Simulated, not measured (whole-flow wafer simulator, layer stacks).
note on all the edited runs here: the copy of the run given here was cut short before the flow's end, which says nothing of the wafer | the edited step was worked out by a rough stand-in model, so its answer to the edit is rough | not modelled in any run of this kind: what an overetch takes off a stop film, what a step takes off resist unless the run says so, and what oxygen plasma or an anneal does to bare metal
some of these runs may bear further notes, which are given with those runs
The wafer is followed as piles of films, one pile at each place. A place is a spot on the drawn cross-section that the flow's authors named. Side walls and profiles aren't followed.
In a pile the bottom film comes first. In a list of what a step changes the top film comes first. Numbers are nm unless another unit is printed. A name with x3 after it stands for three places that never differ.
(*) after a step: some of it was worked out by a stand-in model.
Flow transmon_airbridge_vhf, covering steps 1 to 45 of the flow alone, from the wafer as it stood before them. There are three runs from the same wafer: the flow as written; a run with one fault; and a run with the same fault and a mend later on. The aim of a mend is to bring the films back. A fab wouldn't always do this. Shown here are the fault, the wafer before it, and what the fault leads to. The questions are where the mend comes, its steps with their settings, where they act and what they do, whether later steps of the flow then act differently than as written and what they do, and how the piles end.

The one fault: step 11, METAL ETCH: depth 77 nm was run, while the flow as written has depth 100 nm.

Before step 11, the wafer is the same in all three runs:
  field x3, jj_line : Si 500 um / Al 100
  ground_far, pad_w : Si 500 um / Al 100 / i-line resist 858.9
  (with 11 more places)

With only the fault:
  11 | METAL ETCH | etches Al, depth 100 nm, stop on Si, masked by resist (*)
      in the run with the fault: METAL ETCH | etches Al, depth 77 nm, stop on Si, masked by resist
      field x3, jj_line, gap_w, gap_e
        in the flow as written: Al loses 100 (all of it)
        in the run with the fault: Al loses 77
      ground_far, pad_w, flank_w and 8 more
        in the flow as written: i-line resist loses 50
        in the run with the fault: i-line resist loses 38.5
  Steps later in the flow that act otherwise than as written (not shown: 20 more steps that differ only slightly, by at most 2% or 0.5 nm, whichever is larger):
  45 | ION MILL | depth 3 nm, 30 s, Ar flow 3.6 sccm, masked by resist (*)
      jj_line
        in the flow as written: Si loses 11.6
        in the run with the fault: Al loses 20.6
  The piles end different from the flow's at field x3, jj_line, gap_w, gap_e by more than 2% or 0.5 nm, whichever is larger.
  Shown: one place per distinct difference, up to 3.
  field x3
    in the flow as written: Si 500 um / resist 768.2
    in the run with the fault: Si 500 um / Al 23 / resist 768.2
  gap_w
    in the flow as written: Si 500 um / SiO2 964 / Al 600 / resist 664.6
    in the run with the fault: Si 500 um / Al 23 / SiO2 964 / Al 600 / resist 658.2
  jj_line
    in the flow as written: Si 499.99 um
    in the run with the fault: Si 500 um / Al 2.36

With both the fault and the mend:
  The mend follows step 11.
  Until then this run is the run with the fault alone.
  11a | METAL ETCH | etches Al, depth 23 nm, stop on Si, masked by resist (*) (a further turn of the flow's step 11, with different settings)
      ground_far, pad_w, flank_w and 8 more
        i-line resist loses 11.5
      field x3, jj_line, gap_w, gap_e
        Al loses 23 (all of it)
  None of the later steps of the flow acts differently than as written at any place that is followed.
  The piles end the same as the flow's at every place that both follow.
